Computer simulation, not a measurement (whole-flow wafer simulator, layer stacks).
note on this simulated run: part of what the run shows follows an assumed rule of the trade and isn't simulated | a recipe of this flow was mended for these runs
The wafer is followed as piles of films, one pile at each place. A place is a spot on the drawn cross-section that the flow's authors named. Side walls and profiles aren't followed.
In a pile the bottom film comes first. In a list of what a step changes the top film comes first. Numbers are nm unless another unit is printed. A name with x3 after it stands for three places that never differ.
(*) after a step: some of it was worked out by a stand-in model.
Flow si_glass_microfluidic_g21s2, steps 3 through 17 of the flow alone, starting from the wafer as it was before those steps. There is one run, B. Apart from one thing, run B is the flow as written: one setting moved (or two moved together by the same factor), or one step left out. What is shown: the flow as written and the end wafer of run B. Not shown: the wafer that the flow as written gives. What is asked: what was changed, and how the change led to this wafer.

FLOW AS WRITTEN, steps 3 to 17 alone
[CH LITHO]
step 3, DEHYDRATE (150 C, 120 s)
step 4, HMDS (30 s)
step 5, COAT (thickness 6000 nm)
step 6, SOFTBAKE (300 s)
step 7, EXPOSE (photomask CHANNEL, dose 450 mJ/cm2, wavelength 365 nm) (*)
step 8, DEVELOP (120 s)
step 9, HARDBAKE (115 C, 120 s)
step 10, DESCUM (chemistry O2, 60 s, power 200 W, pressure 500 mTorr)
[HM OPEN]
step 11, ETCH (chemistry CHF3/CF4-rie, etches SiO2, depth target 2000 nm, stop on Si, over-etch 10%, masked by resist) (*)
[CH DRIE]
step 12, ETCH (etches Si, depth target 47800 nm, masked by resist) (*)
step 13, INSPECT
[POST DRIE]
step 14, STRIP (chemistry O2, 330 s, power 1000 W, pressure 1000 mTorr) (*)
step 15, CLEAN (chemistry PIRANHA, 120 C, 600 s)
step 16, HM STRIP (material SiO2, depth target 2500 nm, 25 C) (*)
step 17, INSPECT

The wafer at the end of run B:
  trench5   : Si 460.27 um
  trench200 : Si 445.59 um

Cause: step 5, COAT: thickness 3000 nm was run, whereas the flow has thickness 6000 nm.

The path from the change to this, step by step:
  step 5, COAT (thickness 6000 nm)
      land, trench20, trench5, trench200: +3000 thick-i-line-resist (new film) (it would be, as written: +6000 thick-i-line-resist (new film))
  step 8, DEVELOP (120 s)
      trench20, trench5, trench200: -3000 thick-i-line-resist (all of it) (it would be, as written: -6000 thick-i-line-resist (all of it))
  step 9, HARDBAKE (115 C, 120 s)
      land: -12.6 thick-i-line-resist (it would be, as written: -33.5 thick-i-line-resist)
  step 12, ETCH (etches Si, depth target 47800 nm, masked by resist) (*)
      trench5: -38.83 um Si (it would be, as written: -38.09 um Si)
      trench200: -53.51 um Si (it would be, as written: -54.08 um Si)
  step 14, STRIP (chemistry O2, 330 s, power 1000 W, pressure 1000 mTorr) (*)
      land: -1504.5 thick-i-line-resist (all of it) (it would be, as written: -4476.3 thick-i-line-resist (all of it))
